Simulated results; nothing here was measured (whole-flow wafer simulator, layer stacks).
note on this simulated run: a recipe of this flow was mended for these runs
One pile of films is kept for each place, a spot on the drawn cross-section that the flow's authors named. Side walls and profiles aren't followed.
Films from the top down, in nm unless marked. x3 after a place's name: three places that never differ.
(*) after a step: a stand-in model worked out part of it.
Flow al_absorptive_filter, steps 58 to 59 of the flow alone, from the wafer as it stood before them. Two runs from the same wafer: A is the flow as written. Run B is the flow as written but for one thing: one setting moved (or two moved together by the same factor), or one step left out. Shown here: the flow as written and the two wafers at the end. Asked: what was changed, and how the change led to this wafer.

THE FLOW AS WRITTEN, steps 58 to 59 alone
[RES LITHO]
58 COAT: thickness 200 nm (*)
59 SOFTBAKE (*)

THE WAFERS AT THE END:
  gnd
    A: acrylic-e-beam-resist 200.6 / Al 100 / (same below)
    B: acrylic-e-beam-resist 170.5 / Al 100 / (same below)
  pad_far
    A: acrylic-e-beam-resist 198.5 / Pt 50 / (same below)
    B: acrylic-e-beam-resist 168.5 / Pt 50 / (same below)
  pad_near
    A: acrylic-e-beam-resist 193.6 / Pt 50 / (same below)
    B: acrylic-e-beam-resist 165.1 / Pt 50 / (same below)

The cause: step 58, COAT: thickness 170 nm was run, where the flow has thickness 200 nm.

How the change led to this, step by step:
  58 COAT: thickness 200 nm (*)
      xa_field, xl_land, idc_field: A acrylic-e-beam-resist +200 (new film) | B acrylic-e-beam-resist +170 (new film)
      gnd: A acrylic-e-beam-resist +200.6 (new film) | B acrylic-e-beam-resist +170.5 (new film)
      (and at 10 more places)
